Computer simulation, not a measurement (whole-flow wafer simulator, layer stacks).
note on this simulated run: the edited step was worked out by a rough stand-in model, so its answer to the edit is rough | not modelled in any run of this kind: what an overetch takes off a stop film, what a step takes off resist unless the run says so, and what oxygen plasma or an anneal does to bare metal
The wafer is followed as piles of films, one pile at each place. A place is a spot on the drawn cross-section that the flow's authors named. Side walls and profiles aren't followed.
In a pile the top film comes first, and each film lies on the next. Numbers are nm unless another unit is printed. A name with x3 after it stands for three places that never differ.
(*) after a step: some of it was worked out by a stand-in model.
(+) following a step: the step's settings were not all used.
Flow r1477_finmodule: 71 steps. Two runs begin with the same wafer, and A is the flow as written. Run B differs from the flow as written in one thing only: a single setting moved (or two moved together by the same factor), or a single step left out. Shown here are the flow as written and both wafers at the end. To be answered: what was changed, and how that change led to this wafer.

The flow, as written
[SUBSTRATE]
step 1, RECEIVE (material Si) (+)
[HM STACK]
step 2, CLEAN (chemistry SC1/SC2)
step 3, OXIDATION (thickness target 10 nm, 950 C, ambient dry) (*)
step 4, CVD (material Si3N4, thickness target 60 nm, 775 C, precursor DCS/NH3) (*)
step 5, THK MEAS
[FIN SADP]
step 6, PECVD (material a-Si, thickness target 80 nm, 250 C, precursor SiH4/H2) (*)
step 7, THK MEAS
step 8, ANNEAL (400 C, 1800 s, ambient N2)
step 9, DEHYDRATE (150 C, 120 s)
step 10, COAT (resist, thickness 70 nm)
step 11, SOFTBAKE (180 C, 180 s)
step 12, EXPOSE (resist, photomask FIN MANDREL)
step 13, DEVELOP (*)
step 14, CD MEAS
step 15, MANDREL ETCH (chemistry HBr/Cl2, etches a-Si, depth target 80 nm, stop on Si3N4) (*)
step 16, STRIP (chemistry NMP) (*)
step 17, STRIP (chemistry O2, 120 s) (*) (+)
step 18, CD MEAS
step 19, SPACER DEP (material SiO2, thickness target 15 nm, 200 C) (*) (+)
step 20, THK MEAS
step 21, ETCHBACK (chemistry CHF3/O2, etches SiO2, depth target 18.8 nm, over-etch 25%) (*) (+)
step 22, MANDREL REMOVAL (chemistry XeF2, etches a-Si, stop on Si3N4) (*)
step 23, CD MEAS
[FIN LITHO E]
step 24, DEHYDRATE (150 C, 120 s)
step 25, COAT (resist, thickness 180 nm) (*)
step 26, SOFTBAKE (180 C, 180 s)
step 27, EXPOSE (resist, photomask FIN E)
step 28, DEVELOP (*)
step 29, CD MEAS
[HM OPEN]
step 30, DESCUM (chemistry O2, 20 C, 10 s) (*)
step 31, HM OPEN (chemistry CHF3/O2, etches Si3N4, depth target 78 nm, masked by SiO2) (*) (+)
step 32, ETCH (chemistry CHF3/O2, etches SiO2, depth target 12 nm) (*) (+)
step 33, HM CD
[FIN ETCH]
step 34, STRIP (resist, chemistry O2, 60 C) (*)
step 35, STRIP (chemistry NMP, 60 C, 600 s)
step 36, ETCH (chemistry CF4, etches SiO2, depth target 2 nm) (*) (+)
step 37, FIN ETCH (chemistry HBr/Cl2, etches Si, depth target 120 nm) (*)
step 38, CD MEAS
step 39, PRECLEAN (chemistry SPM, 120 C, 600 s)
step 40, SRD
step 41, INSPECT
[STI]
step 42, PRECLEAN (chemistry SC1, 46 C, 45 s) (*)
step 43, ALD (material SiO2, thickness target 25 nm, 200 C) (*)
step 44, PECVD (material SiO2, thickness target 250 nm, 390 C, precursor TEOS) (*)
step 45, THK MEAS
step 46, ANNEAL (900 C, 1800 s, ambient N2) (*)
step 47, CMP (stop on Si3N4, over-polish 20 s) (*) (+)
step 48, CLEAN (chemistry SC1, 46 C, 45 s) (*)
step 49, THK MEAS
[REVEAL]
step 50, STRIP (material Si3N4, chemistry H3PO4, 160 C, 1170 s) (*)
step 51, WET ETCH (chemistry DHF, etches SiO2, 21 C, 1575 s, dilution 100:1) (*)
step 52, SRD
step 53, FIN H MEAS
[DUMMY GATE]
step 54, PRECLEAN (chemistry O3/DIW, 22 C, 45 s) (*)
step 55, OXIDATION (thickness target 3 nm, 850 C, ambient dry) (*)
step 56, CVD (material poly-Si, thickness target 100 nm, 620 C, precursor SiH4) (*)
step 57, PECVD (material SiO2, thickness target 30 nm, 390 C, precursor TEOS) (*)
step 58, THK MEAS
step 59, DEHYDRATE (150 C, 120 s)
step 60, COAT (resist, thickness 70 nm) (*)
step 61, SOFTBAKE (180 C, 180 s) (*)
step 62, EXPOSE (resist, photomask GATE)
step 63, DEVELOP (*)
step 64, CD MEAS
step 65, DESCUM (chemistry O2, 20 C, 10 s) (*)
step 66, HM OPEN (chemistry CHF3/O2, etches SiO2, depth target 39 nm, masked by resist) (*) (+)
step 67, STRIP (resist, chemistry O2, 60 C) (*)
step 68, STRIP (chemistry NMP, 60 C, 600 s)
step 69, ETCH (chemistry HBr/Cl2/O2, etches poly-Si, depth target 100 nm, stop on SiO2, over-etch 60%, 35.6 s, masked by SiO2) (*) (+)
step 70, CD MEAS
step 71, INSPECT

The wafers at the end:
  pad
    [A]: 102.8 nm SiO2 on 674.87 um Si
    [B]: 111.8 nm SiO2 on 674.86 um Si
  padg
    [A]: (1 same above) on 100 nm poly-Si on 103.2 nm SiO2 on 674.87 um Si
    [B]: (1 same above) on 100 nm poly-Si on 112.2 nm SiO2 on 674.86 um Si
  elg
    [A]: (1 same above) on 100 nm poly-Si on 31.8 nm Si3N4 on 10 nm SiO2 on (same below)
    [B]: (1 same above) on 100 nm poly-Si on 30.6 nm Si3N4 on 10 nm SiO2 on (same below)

What caused this: step 37, FIN ETCH: depth target 129 nm was run, whereas the flow has depth target 120 nm.

Step by step, how the change led to this:
  step 37, FIN ETCH (chemistry HBr/Cl2, etches Si, depth target 120 nm) (*)
      pad, padg, esg and 19 more: A -120 Si | B -129 Si
      elg, e40lg, e100lg, e200lg, elo, e40lo, e100lo, e200lo: A -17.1 Si3N4 | B -18.4 Si3N4
      (also at 6 further places)
  step 43, ALD (material SiO2, thickness target 25 nm, 200 C) (*)
      s40cg, s45cg, s50cg, s40co, s45co, s50co: A +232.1 SiO2 (new film) | B +240.4 SiO2 (new film)
      esg: A +194.3 SiO2 (new film) | B +202 SiO2 (new film)
  step 47, CMP (stop on Si3N4, over-polish 20 s) (*) (+)
      pad, padg, e40sg and 11 more: A -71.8 SiO2 | B -62.8 SiO2
      eso: A -72.4 SiO2 | B -63.4 SiO2
  step 51, WET ETCH (chemistry DHF, etches SiO2, 21 C, 1575 s, dilution 100:1) (*)
      elg, e40lg, e100lg, e200lg, elo, e40lo, e100lo, e200lo: A -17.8 SiO2 (all of it), -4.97 Si3N4 | B -19.1 SiO2 (all of it), -4.87 Si3N4
